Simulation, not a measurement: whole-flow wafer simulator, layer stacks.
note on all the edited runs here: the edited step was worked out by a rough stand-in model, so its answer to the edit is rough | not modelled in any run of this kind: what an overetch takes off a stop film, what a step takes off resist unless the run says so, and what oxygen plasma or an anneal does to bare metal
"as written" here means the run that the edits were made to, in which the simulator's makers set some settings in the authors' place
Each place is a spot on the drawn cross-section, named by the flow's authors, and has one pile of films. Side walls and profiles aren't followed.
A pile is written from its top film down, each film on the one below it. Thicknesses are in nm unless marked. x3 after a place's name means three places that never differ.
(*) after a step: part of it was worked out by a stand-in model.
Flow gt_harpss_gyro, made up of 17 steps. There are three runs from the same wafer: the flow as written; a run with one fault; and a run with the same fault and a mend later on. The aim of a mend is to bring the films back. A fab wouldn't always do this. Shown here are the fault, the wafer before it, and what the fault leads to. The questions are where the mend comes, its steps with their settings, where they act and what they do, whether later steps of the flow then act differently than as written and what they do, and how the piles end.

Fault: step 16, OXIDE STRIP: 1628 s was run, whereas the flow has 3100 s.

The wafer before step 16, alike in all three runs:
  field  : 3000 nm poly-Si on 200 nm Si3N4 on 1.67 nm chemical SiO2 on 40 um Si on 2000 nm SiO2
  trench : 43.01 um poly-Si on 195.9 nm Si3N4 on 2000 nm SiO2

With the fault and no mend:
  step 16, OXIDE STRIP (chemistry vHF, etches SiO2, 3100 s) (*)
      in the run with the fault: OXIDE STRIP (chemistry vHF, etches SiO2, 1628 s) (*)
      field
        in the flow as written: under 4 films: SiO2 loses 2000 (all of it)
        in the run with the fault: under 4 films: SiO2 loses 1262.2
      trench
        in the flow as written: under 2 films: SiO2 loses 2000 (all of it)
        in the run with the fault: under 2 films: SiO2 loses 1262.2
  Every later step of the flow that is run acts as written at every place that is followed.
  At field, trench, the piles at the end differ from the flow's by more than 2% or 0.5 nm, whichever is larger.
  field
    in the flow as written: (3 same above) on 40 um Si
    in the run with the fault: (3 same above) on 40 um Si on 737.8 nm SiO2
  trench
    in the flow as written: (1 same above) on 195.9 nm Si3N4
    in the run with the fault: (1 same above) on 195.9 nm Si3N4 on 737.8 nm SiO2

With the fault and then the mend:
  The mend follows step 17.
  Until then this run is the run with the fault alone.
  step 17a, OXIDE STRIP (chemistry vHF, etches SiO2, 1472 s) (*) (the flow's step 16 again, with other settings)
      field
        under 4 films: SiO2 loses 737.8 (all of it)
      trench
        under 2 films: SiO2 loses 737.8 (all of it)
  Every later step of the flow that is run acts as written at every place that is followed.
  The piles end the same as the flow's at every place that both follow.
